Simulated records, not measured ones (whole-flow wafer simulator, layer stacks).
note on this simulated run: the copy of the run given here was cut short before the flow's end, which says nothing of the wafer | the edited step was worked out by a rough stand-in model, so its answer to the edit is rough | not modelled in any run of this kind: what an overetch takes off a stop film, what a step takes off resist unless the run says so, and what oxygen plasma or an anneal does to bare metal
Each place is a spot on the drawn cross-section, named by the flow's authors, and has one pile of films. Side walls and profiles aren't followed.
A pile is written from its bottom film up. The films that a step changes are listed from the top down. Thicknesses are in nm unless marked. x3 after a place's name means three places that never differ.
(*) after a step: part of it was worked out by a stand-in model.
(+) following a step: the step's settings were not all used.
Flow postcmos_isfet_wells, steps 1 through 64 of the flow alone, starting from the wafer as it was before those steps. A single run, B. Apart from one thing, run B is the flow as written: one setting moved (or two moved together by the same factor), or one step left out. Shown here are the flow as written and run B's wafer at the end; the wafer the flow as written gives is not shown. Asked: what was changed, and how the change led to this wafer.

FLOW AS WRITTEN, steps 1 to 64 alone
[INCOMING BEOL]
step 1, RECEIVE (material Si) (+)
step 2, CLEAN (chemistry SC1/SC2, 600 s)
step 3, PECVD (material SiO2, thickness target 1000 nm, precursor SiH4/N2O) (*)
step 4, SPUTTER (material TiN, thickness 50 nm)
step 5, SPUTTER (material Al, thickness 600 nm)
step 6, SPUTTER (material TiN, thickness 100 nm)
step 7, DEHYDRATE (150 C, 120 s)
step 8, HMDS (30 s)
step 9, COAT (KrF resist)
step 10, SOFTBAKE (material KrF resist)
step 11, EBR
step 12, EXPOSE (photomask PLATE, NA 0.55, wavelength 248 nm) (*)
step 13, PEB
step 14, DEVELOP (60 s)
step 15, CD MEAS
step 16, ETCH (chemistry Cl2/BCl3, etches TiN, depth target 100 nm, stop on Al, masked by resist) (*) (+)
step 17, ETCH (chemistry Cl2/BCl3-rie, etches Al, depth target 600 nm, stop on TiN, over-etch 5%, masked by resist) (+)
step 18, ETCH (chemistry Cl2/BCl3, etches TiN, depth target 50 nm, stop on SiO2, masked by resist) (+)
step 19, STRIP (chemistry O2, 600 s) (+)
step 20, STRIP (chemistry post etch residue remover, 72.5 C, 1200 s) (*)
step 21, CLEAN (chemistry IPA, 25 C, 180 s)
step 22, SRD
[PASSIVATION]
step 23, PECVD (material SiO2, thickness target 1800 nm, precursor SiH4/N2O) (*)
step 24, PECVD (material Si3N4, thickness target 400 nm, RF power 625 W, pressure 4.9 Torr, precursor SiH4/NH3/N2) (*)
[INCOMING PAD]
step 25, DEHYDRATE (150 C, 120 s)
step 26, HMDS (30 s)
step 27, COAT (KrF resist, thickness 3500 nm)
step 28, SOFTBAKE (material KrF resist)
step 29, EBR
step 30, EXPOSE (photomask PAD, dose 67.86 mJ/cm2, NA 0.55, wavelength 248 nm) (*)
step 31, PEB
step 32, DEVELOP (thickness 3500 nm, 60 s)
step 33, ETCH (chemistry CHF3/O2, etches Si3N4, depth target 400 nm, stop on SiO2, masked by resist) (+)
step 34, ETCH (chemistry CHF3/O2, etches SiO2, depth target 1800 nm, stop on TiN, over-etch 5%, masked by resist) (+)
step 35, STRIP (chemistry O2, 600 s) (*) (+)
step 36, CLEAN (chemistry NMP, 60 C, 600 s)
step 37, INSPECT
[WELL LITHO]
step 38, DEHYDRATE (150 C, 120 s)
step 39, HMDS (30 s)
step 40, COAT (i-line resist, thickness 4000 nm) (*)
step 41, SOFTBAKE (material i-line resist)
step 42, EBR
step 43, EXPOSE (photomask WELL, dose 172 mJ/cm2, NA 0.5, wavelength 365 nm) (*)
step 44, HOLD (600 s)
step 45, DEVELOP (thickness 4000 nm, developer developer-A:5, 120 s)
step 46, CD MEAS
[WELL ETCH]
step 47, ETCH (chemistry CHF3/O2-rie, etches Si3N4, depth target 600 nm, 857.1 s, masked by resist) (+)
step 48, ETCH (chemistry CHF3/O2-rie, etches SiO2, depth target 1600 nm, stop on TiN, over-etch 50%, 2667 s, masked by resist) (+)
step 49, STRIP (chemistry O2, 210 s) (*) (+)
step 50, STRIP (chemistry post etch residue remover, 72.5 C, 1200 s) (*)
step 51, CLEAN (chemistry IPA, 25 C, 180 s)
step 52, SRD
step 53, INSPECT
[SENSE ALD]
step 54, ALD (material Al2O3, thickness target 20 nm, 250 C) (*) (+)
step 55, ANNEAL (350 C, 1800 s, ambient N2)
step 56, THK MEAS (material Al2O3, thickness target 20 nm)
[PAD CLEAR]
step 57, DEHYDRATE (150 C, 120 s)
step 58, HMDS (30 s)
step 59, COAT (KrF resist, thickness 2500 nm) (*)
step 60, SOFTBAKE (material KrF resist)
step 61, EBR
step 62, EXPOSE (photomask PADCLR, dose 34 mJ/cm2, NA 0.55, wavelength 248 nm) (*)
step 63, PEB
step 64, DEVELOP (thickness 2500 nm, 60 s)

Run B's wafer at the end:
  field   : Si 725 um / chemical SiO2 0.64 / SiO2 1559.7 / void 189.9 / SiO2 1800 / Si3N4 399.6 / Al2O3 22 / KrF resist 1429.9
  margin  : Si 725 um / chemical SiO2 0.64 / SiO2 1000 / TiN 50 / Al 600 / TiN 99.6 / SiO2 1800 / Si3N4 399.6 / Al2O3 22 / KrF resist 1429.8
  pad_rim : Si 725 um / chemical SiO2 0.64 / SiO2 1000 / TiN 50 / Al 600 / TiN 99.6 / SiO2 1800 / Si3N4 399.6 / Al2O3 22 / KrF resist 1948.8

The reason: step 54, ALD: thickness target 22 nm was run, though the flow has thickness target 20 nm.
One can read it off the wafer: field has Al2O3 22, and step 54 as written asks for 20 nm.

Step by step, how the change led to this:
  step 54, ALD (material Al2O3, thickness target 20 nm, 250 C) (*) (+)
      field, margin, well900, well1300 x3, pad_rim, pad_clr, pad_open: Al2O3 gains 22 (new film) (as written it would have been: Al2O3 gains 20 (new film))
